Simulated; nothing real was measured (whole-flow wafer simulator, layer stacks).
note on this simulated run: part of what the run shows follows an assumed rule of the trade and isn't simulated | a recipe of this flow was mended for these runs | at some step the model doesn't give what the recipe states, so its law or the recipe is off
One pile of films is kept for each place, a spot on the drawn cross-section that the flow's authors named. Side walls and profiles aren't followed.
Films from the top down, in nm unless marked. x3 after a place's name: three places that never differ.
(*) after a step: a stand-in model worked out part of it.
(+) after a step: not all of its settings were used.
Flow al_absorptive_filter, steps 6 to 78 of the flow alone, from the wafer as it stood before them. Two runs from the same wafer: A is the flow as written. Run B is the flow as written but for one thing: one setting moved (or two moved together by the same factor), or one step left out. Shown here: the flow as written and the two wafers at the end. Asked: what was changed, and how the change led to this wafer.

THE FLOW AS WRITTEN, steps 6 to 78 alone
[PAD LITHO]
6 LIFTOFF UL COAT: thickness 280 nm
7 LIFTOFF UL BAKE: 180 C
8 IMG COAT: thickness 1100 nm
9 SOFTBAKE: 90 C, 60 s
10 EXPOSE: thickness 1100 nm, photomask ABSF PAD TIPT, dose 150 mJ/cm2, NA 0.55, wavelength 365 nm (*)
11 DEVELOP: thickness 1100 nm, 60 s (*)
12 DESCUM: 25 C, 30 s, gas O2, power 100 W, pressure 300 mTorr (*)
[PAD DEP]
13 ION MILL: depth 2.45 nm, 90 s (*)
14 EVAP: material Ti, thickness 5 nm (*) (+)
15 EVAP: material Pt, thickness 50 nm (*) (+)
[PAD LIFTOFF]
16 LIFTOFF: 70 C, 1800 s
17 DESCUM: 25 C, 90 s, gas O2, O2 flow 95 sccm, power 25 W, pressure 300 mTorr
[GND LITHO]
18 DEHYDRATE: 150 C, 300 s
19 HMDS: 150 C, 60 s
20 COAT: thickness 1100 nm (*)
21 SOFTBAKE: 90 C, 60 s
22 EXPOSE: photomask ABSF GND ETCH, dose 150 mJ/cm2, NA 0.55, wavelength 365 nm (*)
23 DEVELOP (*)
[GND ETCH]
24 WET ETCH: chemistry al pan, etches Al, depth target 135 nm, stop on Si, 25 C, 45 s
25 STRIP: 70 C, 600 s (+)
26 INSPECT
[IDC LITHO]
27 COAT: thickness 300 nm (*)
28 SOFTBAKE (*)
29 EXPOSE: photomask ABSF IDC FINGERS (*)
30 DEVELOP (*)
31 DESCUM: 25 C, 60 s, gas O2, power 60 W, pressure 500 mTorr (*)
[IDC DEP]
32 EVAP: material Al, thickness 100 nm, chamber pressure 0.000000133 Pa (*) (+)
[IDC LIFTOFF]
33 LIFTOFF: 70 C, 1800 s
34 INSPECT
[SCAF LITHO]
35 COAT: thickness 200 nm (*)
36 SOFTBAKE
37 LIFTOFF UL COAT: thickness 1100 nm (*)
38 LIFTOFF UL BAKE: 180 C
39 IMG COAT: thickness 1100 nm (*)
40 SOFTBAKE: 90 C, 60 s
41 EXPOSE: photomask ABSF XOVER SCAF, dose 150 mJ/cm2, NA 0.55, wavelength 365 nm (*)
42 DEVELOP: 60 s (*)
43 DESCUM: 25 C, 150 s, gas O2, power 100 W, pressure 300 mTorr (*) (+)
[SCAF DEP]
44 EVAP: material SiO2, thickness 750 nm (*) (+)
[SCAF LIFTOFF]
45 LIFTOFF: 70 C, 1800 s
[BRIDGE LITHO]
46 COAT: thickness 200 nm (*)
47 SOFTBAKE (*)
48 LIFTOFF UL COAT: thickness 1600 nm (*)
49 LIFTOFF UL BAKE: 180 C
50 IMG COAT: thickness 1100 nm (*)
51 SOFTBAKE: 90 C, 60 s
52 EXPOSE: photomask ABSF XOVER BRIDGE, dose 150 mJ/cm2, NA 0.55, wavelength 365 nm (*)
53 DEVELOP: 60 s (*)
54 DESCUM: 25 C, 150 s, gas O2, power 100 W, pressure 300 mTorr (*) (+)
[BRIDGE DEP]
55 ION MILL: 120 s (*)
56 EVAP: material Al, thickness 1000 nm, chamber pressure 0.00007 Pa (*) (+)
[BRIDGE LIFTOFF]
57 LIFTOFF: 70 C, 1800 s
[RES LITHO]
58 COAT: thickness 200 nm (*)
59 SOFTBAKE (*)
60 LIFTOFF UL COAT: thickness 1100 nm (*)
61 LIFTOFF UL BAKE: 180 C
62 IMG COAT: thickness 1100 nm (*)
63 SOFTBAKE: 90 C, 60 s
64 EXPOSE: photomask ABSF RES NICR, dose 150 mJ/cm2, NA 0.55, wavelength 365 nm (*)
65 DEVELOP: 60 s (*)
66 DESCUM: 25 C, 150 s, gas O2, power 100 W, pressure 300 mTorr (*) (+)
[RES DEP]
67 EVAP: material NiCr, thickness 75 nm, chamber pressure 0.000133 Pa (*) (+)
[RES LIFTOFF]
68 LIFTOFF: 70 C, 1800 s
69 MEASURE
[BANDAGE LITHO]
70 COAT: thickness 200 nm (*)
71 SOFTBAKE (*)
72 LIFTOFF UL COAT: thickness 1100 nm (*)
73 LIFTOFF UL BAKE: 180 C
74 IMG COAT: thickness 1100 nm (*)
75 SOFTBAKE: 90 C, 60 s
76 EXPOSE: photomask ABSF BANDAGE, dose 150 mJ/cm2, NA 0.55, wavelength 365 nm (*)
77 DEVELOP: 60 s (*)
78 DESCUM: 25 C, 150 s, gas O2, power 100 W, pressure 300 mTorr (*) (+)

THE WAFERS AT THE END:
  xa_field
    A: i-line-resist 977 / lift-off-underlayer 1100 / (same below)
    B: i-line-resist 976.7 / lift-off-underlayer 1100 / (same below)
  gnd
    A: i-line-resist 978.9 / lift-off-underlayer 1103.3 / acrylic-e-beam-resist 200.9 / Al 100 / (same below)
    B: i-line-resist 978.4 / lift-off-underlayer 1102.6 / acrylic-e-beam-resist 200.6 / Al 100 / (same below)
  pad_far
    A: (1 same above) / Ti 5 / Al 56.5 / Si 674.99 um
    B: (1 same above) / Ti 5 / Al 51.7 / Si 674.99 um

The cause: step 11, DEVELOP: 74.4 s was run, where the flow has 60 s.

How the change led to this, step by step:
  11 DEVELOP: thickness 1100 nm, 60 s (*)
      pad_far, pad_near: A i-line-resist -1100 (all of it), lift-off-underlayer -280 (all of it), Al -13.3 | B i-line-resist -1100 (all of it), lift-off-underlayer -280 (all of it), Al -18.1
